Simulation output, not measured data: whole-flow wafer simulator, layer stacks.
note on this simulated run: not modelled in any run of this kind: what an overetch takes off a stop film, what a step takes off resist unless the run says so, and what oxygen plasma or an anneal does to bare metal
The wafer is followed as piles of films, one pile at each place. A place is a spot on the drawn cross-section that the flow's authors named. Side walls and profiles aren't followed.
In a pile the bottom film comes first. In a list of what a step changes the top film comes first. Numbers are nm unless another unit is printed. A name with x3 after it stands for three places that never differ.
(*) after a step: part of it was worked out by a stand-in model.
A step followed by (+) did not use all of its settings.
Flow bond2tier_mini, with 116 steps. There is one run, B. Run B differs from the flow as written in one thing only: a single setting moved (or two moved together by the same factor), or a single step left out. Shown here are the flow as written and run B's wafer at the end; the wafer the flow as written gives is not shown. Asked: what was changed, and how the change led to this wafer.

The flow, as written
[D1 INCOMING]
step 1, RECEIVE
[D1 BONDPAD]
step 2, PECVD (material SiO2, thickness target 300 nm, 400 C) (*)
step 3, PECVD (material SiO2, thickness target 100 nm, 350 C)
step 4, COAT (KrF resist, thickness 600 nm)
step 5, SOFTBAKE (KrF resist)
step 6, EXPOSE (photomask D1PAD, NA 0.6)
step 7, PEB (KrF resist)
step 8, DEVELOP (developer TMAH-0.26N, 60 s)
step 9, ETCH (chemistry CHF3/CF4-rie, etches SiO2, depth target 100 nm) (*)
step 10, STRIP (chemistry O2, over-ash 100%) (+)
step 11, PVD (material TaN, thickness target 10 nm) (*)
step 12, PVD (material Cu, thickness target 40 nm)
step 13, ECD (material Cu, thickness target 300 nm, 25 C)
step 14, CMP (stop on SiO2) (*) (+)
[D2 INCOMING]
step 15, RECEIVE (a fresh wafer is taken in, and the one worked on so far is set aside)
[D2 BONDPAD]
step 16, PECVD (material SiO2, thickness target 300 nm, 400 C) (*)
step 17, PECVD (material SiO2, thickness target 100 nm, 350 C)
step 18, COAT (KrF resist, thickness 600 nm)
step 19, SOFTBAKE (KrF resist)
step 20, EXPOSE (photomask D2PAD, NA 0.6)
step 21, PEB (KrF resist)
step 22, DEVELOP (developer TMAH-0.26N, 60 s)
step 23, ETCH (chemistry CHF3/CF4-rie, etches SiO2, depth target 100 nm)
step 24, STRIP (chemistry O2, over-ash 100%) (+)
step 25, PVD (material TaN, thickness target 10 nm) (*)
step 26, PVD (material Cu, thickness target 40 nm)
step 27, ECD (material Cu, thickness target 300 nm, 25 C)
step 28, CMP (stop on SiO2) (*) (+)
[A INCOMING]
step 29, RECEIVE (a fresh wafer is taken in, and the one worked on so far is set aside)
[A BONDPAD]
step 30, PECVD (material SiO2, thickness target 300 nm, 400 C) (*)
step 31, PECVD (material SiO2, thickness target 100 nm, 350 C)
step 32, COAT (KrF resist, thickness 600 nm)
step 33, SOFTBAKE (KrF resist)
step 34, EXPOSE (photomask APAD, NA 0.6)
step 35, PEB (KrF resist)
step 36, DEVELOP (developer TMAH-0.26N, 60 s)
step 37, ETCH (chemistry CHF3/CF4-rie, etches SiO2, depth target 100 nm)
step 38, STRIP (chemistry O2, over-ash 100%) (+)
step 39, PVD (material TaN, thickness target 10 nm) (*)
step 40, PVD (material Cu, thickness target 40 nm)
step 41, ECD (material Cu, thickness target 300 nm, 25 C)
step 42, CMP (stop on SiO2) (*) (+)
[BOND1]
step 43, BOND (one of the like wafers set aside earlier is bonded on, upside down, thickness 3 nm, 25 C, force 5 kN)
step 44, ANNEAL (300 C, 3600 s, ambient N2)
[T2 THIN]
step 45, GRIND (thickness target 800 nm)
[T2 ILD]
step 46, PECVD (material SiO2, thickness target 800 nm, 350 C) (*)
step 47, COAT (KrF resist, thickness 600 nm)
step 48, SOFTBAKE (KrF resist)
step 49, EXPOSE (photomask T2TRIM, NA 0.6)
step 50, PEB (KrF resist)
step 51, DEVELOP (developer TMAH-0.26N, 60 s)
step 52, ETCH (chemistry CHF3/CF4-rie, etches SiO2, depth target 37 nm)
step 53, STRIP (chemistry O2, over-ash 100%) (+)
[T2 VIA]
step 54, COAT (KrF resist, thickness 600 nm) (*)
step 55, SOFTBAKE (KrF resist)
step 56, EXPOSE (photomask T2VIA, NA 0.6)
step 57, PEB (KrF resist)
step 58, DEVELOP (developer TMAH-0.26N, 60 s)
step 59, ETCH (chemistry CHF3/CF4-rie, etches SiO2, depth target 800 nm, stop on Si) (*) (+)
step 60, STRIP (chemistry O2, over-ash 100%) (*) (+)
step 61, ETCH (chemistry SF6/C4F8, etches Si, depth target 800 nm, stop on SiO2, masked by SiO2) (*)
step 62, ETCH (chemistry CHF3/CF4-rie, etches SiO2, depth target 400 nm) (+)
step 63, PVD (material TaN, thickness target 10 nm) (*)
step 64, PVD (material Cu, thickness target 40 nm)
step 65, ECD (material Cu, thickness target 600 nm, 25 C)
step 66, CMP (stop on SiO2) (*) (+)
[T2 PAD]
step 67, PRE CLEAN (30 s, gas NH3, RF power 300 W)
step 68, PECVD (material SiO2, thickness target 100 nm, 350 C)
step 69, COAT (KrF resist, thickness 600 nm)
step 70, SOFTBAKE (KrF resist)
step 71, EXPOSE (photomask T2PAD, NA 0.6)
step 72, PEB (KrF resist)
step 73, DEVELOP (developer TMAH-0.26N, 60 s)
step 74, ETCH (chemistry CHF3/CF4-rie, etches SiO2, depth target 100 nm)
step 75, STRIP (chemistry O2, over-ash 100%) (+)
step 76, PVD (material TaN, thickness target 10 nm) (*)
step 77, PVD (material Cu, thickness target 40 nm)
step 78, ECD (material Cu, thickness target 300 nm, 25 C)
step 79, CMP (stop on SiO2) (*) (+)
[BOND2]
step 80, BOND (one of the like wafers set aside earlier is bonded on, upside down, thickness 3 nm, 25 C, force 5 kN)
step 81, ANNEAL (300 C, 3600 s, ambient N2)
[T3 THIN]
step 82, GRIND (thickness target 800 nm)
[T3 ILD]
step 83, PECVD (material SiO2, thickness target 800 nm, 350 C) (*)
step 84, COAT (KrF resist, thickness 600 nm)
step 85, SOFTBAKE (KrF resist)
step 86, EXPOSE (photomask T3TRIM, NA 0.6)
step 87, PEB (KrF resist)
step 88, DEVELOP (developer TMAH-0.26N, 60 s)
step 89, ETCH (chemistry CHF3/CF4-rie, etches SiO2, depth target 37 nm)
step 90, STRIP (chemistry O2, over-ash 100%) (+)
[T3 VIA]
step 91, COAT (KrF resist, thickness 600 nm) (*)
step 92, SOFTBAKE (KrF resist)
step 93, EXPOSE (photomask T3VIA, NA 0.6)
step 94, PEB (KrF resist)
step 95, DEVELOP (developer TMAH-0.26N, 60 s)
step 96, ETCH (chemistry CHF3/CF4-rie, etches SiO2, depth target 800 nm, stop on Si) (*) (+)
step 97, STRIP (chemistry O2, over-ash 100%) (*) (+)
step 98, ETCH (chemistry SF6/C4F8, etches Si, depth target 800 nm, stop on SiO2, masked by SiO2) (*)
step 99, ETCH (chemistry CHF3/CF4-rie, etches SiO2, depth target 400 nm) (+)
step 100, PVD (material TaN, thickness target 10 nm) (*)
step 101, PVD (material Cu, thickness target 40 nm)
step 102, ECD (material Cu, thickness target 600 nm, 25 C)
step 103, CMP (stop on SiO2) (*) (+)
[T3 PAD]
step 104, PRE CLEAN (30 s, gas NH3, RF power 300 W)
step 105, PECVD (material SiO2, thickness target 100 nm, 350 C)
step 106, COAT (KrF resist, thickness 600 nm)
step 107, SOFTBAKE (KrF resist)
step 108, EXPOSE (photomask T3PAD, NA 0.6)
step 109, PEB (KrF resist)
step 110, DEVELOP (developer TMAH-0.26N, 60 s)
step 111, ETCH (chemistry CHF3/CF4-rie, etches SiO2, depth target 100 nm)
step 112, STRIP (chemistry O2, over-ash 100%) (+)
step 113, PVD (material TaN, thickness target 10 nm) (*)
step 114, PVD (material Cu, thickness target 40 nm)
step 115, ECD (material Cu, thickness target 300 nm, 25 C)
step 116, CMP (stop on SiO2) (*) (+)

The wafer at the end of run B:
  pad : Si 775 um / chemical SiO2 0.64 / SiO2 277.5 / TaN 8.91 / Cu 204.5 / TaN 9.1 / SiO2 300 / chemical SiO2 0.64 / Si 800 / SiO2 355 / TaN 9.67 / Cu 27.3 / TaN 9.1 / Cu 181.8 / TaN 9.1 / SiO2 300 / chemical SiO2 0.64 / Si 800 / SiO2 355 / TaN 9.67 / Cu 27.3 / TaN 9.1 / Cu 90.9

Cause: step 37, ETCH: depth target 122.5 nm was run, while the flow as written has depth target 100 nm.

Step by step, how the change led to this:
  step 37, ETCH (chemistry CHF3/CF4-rie, etches SiO2, depth target 100 nm)
      pad, via: -122.5 SiO2 (in the flow as written it would be: -100 SiO2)
      field: -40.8 KrF resist (in the flow as written it would be: -33.3 KrF resist)
  step 40, PVD (material Cu, thickness target 40 nm)
      pad: +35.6 Cu (new film) (in the flow as written it would be: +36.4 Cu (new film))
  step 41, ECD (material Cu, thickness target 300 nm, 25 C)
      pad: +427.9 Cu (in the flow as written it would be: +404.5 Cu)
      via: +422.8 Cu (in the flow as written it would be: +400.2 Cu)
